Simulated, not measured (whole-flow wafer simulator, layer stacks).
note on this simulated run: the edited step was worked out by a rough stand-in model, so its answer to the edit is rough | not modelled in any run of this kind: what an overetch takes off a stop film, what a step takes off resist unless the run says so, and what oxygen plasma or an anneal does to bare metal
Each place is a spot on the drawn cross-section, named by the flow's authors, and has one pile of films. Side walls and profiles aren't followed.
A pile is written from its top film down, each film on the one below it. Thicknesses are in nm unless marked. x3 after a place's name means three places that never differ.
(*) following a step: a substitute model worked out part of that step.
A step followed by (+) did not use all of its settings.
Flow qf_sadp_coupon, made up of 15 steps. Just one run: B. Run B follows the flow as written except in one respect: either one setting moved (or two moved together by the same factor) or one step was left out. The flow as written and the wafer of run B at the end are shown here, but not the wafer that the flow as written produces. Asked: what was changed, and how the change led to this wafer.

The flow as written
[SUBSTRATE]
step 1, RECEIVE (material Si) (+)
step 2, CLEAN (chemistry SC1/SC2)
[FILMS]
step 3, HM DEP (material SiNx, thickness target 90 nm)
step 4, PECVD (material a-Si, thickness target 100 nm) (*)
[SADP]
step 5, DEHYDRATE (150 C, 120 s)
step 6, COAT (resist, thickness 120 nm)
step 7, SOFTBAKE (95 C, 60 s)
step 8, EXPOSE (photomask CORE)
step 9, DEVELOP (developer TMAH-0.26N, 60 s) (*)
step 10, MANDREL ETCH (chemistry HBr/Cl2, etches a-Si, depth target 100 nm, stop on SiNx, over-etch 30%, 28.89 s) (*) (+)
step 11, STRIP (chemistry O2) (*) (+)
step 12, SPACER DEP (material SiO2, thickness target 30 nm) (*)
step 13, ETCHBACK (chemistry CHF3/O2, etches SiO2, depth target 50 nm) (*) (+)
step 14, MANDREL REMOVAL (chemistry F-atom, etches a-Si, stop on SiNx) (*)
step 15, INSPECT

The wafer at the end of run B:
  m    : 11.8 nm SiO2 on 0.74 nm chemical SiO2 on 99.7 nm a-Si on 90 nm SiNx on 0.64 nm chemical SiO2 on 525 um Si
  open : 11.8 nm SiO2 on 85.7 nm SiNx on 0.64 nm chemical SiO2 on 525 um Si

The reason: step 13, ETCHBACK: depth target 18.2 nm was run, though the flow has depth target 50 nm.

Step by step, how the change led to this:
  step 13, ETCHBACK (chemistry CHF3/O2, etches SiO2, depth target 50 nm) (*) (+)
      m: -18.2 SiO2 (as written it would have been: -30 SiO2 (all of it), -0.74 chemical SiO2 (all of it), -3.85 a-Si)
      open: -18.2 SiO2 (as written it would have been: -30 SiO2 (all of it), -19 SiNx)
  step 14, MANDREL REMOVAL (chemistry F-atom, etches a-Si, stop on SiNx) (*)
      m: nothing (as written it would have been: -95.8 a-Si (all of it))
